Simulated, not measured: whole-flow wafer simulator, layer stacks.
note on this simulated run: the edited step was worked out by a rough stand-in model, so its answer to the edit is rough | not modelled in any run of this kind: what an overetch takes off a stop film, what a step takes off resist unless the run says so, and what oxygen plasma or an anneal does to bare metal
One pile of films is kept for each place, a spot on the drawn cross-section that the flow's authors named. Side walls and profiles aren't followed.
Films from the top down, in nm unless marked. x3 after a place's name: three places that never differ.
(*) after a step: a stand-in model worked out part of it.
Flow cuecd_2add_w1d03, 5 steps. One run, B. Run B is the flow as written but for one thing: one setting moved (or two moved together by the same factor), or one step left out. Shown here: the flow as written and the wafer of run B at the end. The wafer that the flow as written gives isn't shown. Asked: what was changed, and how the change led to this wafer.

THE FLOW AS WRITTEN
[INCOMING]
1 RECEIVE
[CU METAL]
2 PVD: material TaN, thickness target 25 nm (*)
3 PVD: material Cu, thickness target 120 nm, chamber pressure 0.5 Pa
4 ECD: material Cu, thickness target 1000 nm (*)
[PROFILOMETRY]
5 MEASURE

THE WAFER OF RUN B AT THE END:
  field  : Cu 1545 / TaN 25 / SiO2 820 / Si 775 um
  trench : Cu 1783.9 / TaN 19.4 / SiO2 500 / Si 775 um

The cause: step 4, ECD: thickness target 1425 nm was run, where the flow has thickness target 1000 nm.

How the change led to this, step by step:
  4 ECD: material Cu, thickness target 1000 nm (*)
      field: Cu +1425 (as written it would be: Cu +1000)
      trench: Cu +1690.5 (as written it would be: Cu +1226.8)
